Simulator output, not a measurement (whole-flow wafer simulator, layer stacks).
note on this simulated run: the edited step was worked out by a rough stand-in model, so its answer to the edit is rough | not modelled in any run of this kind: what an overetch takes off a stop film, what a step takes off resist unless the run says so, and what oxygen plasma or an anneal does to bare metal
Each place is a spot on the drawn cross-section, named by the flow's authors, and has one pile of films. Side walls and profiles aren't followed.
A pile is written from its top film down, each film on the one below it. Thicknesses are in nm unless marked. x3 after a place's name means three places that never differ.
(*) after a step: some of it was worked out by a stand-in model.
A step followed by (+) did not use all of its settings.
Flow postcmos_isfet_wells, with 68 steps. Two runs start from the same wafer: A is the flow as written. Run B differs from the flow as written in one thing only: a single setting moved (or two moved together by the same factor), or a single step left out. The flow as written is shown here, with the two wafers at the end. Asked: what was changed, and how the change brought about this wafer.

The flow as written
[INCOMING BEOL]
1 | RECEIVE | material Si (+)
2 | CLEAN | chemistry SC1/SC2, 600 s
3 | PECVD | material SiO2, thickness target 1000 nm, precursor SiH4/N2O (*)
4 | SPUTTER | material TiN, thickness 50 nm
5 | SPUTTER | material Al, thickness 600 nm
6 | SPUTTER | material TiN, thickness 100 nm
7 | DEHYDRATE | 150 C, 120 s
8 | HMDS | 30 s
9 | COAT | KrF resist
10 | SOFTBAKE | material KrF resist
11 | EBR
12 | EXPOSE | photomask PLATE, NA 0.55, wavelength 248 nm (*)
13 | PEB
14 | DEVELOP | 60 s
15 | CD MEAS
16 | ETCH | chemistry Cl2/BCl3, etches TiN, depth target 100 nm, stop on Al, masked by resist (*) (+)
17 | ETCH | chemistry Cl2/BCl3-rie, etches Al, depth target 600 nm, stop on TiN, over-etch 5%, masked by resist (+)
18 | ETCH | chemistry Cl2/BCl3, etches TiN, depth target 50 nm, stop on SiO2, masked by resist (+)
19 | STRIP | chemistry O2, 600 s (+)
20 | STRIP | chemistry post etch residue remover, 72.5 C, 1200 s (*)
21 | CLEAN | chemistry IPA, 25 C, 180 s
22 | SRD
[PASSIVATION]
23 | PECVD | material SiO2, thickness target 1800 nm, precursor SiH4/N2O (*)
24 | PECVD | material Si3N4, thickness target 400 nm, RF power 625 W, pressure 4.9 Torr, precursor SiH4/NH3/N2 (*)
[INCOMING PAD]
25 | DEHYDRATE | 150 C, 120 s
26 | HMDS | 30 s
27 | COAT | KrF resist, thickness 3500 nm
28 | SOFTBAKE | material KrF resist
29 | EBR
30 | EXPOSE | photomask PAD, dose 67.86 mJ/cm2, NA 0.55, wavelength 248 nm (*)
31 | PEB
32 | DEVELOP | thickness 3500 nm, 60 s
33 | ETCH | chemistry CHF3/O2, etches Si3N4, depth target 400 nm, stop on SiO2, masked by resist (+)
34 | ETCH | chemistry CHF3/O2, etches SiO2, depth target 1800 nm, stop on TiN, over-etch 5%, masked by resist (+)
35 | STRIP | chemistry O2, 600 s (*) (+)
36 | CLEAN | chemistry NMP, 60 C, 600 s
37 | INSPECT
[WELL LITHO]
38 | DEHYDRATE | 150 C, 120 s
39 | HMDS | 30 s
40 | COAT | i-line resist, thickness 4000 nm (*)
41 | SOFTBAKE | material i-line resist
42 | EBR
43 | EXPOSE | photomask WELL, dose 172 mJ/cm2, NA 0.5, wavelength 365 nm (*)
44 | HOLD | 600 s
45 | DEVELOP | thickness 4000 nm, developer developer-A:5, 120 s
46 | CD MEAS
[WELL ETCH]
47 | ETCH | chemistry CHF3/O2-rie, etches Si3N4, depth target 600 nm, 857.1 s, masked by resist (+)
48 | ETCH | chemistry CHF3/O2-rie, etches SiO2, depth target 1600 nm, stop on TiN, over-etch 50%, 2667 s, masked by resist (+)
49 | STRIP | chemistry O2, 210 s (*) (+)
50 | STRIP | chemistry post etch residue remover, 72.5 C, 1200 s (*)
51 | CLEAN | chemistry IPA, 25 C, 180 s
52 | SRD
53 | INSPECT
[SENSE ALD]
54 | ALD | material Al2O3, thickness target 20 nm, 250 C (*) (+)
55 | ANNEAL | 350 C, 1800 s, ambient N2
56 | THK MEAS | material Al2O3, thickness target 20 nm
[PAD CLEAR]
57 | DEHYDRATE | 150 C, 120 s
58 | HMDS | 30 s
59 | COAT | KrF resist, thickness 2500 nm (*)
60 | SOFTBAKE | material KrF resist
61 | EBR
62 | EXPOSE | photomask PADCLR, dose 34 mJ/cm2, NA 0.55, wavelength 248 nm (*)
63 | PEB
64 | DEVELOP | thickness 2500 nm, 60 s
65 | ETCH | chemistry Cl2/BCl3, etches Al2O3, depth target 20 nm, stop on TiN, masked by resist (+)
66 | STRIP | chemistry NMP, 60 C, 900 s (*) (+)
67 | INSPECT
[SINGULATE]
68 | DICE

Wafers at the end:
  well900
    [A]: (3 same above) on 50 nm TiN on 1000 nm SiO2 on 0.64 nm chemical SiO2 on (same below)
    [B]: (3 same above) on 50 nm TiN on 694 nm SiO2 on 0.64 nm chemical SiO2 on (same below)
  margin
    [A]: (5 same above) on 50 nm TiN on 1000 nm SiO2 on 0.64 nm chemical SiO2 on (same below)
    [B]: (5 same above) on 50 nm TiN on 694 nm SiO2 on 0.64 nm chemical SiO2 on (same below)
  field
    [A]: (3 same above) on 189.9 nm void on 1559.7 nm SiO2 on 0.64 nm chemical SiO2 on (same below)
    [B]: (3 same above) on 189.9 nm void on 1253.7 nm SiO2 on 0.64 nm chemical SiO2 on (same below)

What caused this: step 3, PECVD: thickness target 694 nm was run, whereas the flow has thickness target 1000 nm.
The wafer lets one read it off: well900 has SiO2 694, and step 3 as written asks for 1000 nm.

How this came from the change, step by step:
  3 | PECVD | material SiO2, thickness target 1000 nm, precursor SiH4/N2O (*)
      field, margin, well900, well1300 x3, pad_rim, pad_clr, pad_open: A +1000 SiO2 (new film) | B +694 SiO2 (new film)
